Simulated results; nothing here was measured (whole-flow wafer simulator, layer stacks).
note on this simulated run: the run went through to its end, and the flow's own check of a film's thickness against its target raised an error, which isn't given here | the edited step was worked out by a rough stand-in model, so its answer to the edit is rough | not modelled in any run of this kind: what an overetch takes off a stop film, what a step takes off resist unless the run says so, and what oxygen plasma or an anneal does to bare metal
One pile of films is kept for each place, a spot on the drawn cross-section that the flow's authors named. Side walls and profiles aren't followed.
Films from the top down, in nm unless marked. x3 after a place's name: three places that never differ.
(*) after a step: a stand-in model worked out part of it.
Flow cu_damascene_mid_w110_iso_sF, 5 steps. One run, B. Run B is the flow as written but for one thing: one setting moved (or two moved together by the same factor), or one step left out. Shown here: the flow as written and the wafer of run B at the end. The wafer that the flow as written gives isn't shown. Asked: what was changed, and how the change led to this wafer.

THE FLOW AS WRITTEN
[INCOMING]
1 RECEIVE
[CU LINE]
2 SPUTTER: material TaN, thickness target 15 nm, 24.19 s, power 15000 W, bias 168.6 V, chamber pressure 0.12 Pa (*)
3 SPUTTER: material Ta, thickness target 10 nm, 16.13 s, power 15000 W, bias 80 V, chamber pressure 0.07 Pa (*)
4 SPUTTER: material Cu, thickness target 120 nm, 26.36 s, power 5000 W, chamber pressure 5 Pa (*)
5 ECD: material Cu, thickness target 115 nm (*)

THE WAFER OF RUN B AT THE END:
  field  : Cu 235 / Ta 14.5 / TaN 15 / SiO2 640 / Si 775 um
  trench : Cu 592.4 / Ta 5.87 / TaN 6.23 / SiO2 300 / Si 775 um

The cause: step 3, SPUTTER: thickness target 14.5 nm was run, where the flow has thickness target 10 nm; step 3, SPUTTER: 23.39 s was run, where the flow has 16.13 s.
It can be read off the wafer: field has Ta 14.5, and step 3 as written asks for 10 nm.

How the change led to this, step by step:
  3 SPUTTER: material Ta, thickness target 10 nm, 16.13 s, power 15000 W, bias 80 V, chamber pressure 0.07 Pa (*)
      field: Ta +14.5 (new film) (as written it would be: Ta +10 (new film))
      trench: Ta +5.87 (new film) (as written it would be: Ta +4.05 (new film))
